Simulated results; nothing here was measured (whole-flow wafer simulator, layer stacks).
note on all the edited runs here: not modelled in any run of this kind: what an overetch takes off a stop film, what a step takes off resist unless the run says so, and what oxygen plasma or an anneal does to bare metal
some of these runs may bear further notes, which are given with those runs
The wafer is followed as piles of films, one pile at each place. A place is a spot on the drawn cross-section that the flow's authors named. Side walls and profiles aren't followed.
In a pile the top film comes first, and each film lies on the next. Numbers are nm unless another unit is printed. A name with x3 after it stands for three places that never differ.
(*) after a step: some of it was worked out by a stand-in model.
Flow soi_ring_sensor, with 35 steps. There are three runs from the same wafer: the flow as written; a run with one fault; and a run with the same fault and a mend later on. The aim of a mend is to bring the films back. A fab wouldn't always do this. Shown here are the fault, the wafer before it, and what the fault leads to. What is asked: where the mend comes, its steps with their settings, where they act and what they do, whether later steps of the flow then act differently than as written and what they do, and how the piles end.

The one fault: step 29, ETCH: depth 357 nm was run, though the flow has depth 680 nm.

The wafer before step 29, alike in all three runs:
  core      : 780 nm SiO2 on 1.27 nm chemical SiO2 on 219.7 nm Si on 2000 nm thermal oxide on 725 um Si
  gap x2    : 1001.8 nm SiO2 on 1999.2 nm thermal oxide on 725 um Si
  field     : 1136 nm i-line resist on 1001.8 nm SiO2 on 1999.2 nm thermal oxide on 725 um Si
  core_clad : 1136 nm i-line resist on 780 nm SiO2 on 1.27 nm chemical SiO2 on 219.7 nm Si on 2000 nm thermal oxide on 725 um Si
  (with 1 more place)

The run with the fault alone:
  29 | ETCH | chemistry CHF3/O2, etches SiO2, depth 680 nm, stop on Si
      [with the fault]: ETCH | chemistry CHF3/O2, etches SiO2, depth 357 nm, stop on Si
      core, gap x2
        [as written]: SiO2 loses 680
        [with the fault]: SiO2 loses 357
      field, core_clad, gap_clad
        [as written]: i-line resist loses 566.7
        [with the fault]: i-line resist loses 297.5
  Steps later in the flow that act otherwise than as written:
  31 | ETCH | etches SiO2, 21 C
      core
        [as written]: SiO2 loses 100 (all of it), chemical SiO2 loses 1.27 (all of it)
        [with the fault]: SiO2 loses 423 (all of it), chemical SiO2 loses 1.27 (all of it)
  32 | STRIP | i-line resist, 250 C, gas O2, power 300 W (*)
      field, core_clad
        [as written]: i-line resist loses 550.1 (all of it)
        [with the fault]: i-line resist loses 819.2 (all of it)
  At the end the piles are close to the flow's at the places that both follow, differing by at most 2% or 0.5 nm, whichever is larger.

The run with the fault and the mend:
  The mend follows step 29.
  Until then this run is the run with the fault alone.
  29a | ETCH | chemistry CHF3/O2, etches SiO2, depth 323 nm, stop on Si (a further turn of the flow's step 29, with different settings)
      core, gap x2
        SiO2 loses 323
      field, core_clad, gap_clad
        i-line resist loses 269.2
  None of the later steps of the flow acts differently than as written at any place that is followed.
  By the end, the piles equal the flow's at every place that both follow.
